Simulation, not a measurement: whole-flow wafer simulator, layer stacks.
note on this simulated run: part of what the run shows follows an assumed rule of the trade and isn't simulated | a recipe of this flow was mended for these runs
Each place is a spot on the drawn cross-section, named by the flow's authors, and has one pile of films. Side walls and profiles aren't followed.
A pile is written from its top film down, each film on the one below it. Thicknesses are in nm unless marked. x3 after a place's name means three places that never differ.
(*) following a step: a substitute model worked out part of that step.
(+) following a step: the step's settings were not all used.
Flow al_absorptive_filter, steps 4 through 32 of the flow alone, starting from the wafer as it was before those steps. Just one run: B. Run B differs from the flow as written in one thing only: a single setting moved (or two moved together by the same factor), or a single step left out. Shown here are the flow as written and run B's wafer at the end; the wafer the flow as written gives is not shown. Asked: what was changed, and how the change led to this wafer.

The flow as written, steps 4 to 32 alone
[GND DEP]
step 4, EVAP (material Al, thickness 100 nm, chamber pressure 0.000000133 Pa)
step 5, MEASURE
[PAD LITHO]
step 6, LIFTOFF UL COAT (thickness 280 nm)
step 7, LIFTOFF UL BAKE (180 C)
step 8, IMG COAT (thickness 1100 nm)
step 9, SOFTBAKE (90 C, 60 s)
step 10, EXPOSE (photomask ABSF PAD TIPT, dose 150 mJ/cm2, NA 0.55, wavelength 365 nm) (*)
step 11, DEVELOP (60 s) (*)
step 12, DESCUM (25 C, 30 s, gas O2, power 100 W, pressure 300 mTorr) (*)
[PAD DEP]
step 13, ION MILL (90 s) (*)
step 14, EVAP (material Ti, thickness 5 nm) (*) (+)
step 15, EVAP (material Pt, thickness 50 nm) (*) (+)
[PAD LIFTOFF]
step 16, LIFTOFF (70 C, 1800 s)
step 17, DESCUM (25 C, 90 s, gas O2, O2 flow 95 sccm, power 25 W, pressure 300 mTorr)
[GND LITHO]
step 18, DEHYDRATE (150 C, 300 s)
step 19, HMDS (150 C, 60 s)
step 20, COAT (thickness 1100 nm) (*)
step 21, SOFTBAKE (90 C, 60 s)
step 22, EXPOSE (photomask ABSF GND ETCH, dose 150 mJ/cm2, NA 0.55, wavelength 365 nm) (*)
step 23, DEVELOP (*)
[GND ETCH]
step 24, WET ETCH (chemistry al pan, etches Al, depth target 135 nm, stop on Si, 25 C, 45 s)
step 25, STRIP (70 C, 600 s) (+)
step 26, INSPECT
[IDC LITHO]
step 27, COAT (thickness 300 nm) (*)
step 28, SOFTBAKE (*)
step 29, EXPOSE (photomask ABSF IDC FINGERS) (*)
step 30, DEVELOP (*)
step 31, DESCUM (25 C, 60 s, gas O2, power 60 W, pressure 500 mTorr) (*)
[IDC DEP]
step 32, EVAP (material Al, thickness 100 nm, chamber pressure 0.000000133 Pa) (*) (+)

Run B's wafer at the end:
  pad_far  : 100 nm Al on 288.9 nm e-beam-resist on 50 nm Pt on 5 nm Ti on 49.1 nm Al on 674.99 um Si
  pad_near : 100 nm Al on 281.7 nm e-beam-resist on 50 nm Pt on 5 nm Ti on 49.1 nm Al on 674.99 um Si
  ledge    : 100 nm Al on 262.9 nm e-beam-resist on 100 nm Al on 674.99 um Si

The reason: step 13, ION MILL: 112 s was run, whereas the flow has 90 s.

The path from the change to this, step by step:
  step 13, ION MILL (90 s) (*)
      gnd, ledge, res, xa_field x4, xl_gap, xl_turn, idc_field x2, idc_line: -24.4 i-line-resist (as written it would have been: -19.6 i-line-resist)
      pad_far, pad_near: -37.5 Al (as written it would have been: -30.2 Al)
